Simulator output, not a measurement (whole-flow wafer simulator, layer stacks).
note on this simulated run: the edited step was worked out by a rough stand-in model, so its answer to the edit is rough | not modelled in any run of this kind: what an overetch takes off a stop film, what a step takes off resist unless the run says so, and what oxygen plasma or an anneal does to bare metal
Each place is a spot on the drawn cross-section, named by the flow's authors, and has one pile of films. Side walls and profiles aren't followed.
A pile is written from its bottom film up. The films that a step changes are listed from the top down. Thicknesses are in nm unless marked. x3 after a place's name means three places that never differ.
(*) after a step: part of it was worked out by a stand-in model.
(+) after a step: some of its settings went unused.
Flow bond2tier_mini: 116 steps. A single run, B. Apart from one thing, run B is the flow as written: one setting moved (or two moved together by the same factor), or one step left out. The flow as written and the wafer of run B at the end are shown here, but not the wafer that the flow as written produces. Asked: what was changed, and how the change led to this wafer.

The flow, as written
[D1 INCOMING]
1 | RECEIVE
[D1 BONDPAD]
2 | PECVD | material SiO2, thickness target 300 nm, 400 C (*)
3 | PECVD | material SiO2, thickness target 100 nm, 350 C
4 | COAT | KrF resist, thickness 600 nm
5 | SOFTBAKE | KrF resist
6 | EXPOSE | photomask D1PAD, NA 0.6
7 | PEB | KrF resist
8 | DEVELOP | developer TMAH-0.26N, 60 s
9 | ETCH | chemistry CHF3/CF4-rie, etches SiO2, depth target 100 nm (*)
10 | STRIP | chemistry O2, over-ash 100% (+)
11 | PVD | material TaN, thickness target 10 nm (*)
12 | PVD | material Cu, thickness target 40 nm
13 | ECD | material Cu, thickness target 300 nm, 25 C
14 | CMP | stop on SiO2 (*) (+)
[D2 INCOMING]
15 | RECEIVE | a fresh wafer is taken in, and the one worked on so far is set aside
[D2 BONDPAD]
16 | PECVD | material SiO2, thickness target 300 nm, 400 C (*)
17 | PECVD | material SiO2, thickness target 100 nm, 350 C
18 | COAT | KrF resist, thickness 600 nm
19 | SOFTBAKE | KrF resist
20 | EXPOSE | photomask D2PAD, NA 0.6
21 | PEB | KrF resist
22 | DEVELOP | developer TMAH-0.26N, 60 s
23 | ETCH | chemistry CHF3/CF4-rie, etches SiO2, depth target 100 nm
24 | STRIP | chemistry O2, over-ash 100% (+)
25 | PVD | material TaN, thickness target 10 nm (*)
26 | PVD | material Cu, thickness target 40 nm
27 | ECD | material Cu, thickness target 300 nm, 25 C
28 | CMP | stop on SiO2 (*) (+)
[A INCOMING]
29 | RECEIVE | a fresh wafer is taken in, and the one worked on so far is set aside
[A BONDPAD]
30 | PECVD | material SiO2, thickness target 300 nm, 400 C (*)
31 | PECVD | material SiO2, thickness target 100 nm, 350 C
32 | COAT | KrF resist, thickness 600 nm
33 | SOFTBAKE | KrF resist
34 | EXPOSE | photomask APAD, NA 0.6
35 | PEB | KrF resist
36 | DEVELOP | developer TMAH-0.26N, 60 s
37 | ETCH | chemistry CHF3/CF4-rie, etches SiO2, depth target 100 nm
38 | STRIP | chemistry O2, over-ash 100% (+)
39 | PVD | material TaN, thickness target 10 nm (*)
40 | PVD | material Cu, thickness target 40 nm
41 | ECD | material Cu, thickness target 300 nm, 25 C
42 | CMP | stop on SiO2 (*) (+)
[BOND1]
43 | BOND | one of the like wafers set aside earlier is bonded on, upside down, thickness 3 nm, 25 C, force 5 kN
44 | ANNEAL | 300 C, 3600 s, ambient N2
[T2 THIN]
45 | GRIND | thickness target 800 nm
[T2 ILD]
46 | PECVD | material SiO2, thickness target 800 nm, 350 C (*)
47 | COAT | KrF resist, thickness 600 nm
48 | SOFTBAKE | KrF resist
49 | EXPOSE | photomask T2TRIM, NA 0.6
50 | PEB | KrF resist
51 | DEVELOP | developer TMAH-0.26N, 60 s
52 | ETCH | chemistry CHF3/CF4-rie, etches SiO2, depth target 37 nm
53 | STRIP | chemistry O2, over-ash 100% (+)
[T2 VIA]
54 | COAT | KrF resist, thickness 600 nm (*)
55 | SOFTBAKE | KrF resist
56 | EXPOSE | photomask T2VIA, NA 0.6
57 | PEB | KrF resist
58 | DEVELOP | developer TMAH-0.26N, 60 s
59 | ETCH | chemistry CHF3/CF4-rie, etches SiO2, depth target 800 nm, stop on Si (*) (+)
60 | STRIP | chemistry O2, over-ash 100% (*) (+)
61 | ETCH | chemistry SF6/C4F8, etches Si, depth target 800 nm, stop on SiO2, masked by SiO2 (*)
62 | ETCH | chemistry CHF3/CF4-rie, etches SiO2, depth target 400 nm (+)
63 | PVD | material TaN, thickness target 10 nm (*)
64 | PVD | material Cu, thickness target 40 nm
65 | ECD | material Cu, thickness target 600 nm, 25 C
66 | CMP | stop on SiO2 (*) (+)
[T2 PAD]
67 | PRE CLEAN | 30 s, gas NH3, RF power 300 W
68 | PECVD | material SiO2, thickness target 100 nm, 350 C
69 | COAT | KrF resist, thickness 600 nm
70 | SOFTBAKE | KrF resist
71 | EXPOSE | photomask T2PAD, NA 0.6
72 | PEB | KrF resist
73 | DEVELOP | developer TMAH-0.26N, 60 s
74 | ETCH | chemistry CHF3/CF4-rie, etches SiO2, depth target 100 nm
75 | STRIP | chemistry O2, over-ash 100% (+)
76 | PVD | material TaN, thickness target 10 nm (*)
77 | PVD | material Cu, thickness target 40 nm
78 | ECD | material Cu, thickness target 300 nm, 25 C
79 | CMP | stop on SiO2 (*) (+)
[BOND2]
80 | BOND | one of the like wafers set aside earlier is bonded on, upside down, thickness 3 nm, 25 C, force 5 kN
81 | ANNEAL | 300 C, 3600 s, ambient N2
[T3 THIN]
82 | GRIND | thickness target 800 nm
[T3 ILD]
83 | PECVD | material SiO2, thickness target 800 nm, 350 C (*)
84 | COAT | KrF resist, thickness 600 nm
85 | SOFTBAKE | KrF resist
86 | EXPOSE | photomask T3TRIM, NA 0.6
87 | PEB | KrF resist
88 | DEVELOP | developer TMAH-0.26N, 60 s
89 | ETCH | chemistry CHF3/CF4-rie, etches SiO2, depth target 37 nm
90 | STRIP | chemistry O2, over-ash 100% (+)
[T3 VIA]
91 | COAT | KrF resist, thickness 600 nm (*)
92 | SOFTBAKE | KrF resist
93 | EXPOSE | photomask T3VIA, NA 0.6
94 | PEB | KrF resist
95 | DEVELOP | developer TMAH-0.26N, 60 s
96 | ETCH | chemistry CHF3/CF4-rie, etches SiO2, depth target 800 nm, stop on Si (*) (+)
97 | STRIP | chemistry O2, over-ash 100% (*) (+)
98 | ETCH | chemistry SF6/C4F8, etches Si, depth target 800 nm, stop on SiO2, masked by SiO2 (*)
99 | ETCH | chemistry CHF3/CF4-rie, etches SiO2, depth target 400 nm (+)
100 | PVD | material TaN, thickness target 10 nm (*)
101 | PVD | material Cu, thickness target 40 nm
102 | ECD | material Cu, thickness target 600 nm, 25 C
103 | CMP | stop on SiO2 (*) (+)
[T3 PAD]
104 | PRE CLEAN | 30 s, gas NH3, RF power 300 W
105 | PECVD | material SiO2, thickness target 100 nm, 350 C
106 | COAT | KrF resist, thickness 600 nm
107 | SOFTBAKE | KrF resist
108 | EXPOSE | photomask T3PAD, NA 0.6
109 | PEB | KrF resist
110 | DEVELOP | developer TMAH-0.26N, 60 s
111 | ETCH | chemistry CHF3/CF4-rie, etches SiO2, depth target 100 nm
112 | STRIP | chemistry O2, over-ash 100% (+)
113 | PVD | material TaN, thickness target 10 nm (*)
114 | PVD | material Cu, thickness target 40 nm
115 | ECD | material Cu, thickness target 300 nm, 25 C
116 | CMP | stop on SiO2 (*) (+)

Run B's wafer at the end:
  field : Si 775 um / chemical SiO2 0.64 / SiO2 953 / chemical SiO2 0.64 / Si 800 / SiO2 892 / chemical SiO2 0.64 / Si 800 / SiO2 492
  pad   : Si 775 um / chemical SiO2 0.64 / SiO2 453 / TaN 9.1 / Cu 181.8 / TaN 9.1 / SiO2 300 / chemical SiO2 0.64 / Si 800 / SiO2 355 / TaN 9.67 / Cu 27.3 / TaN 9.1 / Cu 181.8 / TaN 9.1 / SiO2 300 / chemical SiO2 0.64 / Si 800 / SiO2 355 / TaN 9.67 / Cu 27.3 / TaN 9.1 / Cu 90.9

The reason: step 30, PECVD: thickness target 453 nm was run, though the flow has thickness target 300 nm.
The wafer itself shows it: pad has SiO2 453, and step 30 as written asks for 300 nm.

Step by step, how the change led to this:
  30 | PECVD | material SiO2, thickness target 300 nm, 400 C (*)
      field, pad, via: +453 SiO2 (new film) (as written it would have been: +300 SiO2 (new film))
